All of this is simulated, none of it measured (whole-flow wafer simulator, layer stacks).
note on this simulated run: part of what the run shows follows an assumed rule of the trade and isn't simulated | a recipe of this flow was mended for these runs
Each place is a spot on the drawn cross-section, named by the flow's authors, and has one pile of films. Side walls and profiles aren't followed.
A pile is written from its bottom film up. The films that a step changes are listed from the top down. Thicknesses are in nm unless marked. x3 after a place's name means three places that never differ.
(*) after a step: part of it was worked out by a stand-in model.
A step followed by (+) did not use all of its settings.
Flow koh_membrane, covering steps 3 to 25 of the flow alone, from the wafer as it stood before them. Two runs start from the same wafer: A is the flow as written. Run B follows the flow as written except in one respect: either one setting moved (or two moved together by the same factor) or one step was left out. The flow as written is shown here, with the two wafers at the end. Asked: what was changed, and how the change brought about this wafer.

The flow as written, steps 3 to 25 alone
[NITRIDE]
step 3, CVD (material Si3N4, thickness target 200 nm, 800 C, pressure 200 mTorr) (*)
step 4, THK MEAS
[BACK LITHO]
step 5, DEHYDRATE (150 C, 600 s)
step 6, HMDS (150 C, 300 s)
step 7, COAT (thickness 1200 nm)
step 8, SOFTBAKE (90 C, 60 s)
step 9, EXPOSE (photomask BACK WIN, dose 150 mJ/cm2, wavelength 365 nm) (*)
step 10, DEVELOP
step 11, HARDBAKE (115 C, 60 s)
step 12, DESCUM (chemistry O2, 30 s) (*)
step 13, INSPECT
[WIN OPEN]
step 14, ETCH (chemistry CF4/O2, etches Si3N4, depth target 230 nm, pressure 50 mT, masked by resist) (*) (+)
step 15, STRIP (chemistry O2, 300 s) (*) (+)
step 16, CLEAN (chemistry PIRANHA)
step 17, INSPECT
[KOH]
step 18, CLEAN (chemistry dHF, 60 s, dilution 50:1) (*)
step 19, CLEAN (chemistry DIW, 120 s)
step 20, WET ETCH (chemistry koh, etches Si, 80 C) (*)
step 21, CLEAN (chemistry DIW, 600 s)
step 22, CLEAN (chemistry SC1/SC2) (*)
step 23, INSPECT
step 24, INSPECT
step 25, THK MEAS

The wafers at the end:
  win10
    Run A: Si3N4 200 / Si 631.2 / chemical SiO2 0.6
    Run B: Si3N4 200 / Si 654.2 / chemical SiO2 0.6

Cause: step 14, ETCH: depth target 207 nm was run, while the flow as written has depth target 230 nm.

Step by step, how the change led to this:
  step 14, ETCH (chemistry CF4/O2, etches Si3N4, depth target 230 nm, pressure 50 mT, masked by resist) (*) (+)
      win20 x4, win10: A -200 Si3N4 (all of it), -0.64 chemical SiO2 (all of it), -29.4 Si | B -200 Si3N4 (all of it), -0.64 chemical SiO2 (all of it), -6.36 Si
      field: A -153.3 i-line-resist | B -138 i-line-resist
